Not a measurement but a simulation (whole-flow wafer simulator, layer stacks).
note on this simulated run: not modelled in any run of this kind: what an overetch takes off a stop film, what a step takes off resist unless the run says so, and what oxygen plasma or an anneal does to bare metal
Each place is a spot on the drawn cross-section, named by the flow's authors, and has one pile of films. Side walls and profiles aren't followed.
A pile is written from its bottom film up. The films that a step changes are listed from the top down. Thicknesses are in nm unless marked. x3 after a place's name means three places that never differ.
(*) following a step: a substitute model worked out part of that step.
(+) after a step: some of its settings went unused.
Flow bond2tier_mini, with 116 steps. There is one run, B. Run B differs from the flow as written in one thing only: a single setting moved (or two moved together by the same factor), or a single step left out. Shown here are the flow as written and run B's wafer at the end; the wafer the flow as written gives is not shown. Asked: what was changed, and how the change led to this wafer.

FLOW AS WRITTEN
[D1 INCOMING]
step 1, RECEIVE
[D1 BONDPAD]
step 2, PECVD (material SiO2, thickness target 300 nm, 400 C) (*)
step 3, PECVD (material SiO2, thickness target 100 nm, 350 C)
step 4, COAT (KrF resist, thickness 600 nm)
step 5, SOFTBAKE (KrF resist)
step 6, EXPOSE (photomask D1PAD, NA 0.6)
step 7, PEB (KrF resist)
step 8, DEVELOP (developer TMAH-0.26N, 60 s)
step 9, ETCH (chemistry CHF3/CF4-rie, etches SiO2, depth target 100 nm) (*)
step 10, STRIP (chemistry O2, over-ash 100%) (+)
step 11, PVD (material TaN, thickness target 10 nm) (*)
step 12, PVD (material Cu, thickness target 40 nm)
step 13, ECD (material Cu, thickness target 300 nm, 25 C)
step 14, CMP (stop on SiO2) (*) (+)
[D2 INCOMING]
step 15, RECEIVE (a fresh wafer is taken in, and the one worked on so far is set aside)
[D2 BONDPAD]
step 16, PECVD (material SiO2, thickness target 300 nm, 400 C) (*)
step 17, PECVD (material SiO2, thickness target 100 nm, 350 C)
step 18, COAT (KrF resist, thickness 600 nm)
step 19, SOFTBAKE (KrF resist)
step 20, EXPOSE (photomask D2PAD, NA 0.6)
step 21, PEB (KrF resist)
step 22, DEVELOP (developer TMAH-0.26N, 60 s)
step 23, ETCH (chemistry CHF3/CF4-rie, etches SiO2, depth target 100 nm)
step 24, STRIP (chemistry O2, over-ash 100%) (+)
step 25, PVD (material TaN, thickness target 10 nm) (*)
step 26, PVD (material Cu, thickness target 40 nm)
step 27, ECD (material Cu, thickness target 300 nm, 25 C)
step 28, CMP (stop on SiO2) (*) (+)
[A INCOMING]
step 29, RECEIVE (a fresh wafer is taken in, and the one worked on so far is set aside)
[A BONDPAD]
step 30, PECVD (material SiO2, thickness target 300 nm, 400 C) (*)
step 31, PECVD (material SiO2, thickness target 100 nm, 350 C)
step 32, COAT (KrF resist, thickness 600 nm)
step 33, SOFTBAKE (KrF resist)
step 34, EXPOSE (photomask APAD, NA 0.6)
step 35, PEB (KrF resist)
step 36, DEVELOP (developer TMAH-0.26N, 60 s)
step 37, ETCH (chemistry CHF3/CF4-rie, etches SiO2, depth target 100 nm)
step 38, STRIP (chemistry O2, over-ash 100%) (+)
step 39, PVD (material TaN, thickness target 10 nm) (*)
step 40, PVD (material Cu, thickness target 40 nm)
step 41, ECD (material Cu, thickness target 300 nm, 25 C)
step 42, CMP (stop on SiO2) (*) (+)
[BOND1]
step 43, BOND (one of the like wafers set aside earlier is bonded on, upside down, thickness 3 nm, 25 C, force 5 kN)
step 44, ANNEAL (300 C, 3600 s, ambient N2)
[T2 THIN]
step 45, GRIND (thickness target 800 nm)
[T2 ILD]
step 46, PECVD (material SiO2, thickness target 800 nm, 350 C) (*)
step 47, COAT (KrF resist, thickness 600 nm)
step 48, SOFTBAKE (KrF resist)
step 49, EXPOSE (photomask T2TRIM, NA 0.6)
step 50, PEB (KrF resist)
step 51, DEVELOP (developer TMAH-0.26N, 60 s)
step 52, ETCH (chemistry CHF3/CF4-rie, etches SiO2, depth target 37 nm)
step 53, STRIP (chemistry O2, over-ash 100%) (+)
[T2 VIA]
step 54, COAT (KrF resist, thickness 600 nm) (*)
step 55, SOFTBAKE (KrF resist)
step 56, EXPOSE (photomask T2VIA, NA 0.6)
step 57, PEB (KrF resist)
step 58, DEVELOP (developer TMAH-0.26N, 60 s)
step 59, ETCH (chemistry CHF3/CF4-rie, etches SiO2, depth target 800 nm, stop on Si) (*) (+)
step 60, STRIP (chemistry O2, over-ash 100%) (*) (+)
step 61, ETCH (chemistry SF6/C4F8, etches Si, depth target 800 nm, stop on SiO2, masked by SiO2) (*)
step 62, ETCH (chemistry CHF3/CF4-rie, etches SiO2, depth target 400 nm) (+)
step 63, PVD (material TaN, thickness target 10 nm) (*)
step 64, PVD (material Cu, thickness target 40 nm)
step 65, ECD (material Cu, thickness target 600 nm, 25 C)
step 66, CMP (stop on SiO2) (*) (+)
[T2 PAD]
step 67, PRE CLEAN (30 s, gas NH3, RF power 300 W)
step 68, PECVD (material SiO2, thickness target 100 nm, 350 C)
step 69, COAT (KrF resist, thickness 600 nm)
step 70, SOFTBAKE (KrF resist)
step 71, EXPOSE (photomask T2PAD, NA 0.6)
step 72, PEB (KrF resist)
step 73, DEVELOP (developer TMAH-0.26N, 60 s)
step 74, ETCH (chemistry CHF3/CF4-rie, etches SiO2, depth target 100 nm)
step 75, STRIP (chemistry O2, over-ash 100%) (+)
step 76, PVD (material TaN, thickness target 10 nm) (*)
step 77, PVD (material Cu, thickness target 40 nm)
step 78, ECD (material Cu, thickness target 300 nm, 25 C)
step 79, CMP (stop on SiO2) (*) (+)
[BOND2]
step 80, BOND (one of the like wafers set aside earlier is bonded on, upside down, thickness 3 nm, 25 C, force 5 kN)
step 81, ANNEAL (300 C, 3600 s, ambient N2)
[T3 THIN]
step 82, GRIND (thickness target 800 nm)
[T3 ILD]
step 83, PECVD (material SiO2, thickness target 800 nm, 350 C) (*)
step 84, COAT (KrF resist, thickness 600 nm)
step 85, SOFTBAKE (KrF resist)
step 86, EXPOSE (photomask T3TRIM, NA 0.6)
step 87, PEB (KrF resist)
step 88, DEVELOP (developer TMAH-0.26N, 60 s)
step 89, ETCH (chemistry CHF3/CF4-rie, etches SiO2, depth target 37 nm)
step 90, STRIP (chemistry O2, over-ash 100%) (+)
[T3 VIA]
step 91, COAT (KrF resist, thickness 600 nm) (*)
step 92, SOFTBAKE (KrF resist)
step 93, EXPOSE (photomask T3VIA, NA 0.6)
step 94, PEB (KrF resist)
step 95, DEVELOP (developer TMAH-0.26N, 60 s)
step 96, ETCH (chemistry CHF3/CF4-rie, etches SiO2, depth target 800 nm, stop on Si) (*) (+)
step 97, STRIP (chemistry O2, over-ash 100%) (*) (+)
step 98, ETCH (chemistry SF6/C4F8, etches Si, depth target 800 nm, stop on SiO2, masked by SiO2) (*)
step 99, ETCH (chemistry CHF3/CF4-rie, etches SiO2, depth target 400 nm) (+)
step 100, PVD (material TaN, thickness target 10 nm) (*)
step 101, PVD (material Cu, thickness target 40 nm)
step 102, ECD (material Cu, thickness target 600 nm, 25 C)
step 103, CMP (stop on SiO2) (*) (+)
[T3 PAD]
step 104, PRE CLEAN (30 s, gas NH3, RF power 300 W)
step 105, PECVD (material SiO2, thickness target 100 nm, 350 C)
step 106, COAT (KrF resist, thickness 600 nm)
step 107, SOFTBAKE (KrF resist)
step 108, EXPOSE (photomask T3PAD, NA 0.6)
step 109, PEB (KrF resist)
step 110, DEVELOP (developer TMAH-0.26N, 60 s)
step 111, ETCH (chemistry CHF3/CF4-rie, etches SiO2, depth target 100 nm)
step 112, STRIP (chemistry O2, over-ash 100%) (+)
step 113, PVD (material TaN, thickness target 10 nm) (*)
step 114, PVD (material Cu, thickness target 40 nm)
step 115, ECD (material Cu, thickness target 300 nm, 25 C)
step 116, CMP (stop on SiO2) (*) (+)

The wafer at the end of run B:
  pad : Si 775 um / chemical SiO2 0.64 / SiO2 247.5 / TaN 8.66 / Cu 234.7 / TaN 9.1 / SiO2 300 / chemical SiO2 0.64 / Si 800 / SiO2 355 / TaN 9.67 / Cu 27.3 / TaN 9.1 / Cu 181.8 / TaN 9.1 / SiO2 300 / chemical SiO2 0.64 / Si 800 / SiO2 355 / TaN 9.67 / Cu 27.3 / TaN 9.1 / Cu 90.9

What caused this: step 37, ETCH: depth target 152.5 nm was run, though the flow has depth target 100 nm.

Step by step, how the change led to this:
  step 37, ETCH (chemistry CHF3/CF4-rie, etches SiO2, depth target 100 nm)
      pad, via: -152.5 SiO2 (it would be, as written: -100 SiO2)
      field: -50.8 KrF resist (it would be, as written: -33.3 KrF resist)
  step 38, STRIP (chemistry O2, over-ash 100%) (+)
      field: -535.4 KrF resist (all of it) (it would be, as written: -552.9 KrF resist (all of it))
  step 40, PVD (material Cu, thickness target 40 nm)
      pad: +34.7 Cu (new film) (it would be, as written: +36.4 Cu (new film))
  step 41, ECD (material Cu, thickness target 300 nm, 25 C)
      pad: +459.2 Cu (it would be, as written: +404.5 Cu)
      via: +453 Cu (it would be, as written: +400.2 Cu)
